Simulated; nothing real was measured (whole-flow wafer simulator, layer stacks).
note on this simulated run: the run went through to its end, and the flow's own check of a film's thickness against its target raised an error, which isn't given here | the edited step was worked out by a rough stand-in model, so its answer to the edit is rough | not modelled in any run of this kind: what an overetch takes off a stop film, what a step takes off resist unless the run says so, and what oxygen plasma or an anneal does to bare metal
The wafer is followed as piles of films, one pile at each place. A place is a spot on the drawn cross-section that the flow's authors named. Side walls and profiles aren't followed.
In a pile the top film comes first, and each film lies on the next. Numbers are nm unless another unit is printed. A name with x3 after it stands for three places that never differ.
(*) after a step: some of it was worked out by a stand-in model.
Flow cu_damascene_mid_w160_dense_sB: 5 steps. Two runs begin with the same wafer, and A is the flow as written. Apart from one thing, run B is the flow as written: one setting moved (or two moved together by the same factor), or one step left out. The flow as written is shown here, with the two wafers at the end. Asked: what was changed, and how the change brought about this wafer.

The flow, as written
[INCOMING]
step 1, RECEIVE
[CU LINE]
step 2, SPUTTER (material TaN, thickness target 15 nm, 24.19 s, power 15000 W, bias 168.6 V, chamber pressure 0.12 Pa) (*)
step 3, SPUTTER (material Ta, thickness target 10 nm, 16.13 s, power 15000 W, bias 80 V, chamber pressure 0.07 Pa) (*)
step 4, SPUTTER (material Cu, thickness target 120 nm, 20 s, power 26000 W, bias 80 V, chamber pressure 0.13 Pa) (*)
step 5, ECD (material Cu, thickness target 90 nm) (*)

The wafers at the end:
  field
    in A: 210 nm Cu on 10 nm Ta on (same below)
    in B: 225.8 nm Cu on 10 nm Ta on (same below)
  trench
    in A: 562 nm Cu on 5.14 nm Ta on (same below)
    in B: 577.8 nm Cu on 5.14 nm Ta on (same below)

The reason: step 5, ECD: thickness target 105.8 nm was run, whereas the flow has thickness target 90 nm.

How this came from the change, step by step:
  step 5, ECD (material Cu, thickness target 90 nm) (*)
      field: A +90 Cu | B +105.8 Cu
      trench: A +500 Cu | B +515.8 Cu
